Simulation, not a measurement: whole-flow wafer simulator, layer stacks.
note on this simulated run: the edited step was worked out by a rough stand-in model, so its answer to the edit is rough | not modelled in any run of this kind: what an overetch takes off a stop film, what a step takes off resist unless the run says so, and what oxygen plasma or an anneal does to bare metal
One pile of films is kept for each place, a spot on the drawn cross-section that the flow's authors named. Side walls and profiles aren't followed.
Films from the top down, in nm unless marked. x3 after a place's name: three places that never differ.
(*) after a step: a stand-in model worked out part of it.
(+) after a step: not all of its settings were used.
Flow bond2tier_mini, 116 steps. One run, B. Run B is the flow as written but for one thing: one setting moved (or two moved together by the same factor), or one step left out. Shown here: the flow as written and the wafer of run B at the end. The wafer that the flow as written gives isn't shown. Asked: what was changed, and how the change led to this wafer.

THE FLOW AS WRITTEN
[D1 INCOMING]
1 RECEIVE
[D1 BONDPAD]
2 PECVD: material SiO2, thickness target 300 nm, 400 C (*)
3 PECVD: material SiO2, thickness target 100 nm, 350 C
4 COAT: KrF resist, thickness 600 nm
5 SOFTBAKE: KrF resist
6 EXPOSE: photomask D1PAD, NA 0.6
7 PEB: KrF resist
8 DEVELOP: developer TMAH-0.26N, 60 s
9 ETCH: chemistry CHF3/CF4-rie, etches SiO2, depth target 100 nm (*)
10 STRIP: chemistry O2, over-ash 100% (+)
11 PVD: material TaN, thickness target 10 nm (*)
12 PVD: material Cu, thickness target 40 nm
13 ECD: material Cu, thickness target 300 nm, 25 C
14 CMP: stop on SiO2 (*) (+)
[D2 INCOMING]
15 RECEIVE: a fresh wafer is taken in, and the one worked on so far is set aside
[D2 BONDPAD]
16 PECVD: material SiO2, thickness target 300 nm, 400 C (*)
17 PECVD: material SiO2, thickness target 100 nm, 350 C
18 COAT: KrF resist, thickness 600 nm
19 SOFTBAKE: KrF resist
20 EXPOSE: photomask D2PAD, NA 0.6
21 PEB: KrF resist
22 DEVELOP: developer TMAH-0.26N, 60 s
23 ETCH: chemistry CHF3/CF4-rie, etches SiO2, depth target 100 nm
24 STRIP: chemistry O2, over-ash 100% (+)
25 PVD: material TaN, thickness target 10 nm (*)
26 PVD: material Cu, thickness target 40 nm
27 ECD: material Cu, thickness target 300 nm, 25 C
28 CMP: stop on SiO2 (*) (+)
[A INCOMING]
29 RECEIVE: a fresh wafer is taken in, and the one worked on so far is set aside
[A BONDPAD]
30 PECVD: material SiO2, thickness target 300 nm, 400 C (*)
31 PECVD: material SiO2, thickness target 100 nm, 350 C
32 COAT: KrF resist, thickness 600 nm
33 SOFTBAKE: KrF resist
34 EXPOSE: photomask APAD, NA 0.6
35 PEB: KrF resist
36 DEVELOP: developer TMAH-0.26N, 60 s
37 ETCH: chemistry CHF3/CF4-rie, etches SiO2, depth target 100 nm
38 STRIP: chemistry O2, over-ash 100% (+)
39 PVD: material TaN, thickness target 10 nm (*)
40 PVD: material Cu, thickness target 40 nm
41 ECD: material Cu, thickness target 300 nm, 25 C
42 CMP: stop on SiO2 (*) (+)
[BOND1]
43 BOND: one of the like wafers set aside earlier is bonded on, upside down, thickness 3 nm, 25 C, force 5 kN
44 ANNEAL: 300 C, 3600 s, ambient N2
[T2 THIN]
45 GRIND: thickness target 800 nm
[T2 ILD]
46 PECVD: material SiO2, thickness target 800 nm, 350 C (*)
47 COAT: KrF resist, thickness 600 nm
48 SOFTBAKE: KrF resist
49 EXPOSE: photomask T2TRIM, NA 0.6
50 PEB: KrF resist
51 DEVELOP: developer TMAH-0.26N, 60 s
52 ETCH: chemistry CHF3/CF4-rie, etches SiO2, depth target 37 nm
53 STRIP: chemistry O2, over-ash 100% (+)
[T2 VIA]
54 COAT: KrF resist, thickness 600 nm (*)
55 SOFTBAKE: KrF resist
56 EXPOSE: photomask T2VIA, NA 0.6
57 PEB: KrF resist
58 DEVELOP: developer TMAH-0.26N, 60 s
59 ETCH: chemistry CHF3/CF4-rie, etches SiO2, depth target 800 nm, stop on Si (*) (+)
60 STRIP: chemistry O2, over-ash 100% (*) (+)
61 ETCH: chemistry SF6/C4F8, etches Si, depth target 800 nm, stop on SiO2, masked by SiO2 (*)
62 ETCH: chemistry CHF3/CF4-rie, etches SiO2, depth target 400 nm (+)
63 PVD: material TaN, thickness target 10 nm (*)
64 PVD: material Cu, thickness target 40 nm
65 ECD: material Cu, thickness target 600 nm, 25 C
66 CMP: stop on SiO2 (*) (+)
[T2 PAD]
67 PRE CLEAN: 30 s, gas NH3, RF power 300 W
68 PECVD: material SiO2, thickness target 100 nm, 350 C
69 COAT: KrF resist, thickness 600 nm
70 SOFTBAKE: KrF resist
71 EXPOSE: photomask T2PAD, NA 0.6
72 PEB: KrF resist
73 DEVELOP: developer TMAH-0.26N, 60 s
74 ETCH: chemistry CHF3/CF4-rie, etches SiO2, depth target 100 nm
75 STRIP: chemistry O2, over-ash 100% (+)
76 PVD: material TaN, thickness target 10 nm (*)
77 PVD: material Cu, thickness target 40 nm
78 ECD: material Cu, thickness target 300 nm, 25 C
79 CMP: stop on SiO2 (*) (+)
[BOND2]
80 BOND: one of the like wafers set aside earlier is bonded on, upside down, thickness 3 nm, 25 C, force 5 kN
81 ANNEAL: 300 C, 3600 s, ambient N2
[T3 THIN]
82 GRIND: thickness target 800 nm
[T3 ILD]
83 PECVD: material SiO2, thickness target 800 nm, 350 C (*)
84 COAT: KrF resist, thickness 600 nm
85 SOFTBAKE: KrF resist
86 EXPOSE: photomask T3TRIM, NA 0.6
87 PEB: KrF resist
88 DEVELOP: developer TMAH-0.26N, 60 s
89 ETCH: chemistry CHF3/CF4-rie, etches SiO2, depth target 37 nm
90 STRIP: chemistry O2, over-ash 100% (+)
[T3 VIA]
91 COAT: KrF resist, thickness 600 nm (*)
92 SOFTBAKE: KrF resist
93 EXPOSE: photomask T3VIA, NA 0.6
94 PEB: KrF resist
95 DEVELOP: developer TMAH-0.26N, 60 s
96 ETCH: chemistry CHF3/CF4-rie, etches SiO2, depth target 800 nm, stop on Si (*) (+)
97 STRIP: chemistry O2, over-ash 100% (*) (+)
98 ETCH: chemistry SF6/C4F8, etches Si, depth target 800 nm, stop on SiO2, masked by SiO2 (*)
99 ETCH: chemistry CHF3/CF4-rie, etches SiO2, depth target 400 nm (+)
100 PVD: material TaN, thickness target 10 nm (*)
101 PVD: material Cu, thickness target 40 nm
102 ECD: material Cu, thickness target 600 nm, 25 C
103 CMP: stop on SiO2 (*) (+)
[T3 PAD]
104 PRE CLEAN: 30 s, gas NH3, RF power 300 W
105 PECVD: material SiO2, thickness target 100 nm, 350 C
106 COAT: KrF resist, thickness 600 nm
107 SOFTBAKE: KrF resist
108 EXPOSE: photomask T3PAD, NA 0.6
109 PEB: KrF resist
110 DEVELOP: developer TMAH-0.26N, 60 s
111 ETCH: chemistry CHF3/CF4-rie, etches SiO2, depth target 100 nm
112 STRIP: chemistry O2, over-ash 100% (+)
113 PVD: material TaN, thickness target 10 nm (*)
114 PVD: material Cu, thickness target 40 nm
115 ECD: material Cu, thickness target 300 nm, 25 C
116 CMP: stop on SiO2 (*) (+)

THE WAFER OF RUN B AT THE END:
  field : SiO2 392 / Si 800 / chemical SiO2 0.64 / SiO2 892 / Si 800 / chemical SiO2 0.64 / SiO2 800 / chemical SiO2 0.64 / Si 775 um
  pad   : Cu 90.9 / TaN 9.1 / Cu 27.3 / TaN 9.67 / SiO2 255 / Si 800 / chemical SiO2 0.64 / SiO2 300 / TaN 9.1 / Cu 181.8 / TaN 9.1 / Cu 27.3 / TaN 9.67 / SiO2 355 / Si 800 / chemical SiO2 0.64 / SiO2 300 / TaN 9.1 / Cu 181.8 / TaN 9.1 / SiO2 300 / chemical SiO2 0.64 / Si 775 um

The cause: step 83, PECVD: thickness target 700 nm was run, where the flow has thickness target 800 nm.

How the change led to this, step by step:
  83 PECVD: material SiO2, thickness target 800 nm, 350 C (*)
      field, pad: SiO2 +700 (new film) (as written it would be: SiO2 +800 (new film))
